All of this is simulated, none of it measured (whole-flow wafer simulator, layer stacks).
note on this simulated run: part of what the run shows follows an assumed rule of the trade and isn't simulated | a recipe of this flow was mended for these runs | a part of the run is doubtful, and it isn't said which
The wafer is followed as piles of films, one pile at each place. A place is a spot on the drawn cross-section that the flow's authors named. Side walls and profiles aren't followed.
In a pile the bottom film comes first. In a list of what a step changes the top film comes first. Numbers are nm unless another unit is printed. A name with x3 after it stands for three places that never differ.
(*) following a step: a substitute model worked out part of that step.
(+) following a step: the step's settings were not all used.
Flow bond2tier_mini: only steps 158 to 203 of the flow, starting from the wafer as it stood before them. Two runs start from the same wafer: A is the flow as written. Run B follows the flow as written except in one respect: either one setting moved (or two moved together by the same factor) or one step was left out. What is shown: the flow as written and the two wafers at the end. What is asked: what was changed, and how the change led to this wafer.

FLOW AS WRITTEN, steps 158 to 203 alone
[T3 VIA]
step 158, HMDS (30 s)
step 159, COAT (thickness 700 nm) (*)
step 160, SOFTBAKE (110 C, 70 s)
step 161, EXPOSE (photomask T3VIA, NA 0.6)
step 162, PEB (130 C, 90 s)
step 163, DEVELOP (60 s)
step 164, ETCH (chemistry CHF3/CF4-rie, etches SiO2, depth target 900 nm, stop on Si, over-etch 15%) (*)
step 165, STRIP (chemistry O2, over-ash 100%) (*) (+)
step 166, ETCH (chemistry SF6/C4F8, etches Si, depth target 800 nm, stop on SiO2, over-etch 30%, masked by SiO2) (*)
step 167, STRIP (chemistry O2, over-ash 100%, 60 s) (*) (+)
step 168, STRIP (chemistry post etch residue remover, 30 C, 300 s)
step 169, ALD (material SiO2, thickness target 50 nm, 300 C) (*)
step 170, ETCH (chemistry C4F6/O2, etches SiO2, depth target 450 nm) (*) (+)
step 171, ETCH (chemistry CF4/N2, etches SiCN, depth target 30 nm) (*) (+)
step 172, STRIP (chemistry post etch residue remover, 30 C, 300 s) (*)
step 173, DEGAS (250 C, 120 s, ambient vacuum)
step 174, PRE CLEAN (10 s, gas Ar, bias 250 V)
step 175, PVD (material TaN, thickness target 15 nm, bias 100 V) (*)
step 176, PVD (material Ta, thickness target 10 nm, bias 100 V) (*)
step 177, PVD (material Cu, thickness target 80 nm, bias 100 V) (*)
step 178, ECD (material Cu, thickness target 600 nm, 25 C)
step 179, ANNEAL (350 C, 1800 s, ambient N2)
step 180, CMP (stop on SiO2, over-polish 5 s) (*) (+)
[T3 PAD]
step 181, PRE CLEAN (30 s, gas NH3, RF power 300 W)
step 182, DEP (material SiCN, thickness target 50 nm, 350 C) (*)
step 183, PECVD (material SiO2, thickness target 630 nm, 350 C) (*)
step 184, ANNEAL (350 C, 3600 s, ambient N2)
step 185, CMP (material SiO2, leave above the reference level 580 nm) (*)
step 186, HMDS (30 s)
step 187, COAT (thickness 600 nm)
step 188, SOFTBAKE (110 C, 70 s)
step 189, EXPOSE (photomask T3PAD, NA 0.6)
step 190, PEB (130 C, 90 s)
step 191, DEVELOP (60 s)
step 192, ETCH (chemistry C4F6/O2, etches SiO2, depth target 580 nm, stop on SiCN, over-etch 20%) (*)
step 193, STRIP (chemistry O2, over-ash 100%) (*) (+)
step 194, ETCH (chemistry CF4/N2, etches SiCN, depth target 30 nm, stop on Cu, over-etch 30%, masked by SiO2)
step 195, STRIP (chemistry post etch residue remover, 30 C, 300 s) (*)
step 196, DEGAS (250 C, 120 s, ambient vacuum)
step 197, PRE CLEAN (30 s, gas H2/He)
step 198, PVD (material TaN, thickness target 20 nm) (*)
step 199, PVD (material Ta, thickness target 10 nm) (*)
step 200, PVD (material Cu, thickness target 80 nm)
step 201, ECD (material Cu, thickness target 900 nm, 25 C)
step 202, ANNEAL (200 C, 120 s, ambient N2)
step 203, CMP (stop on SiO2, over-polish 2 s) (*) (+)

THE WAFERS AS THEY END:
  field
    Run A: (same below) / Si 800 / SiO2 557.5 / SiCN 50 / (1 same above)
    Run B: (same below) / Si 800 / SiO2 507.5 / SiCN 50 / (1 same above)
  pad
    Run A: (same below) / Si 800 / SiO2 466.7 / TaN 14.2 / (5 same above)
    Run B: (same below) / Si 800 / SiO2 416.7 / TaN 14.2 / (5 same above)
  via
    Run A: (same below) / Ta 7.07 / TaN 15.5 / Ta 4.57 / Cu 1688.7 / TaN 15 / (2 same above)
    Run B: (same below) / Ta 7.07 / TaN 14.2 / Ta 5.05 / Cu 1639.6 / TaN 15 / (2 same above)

Cause: step 169, ALD: material SiO2, thickness target 50 nm, 300 C (*), was omitted.

The path from the change to this, step by step:
  step 170, ETCH (chemistry C4F6/O2, etches SiO2, depth target 450 nm) (*) (+)
      via: A SiO2 loses 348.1 (all of it), SiCN loses 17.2 | B SiO2 loses 298.1 (all of it), SiCN loses 25.6
  step 171, ETCH (chemistry CF4/N2, etches SiCN, depth target 30 nm) (*) (+)
      via: A SiCN loses 17.6 (all of it), TaN loses 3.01 | B SiCN loses 9.21 (all of it), TaN loses 5.07
  step 175, PVD (material TaN, thickness target 15 nm, bias 100 V) (*)
      via: A TaN gains 6.94 | B TaN gains 7.63
  step 177, PVD (material Cu, thickness target 80 nm, bias 100 V) (*)
      via: A Cu gains 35 (new film) | B Cu gains 39 (new film)
  step 178, ECD (material Cu, thickness target 600 nm, 25 C)
      via: A Cu gains 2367 | B Cu gains 2313.8
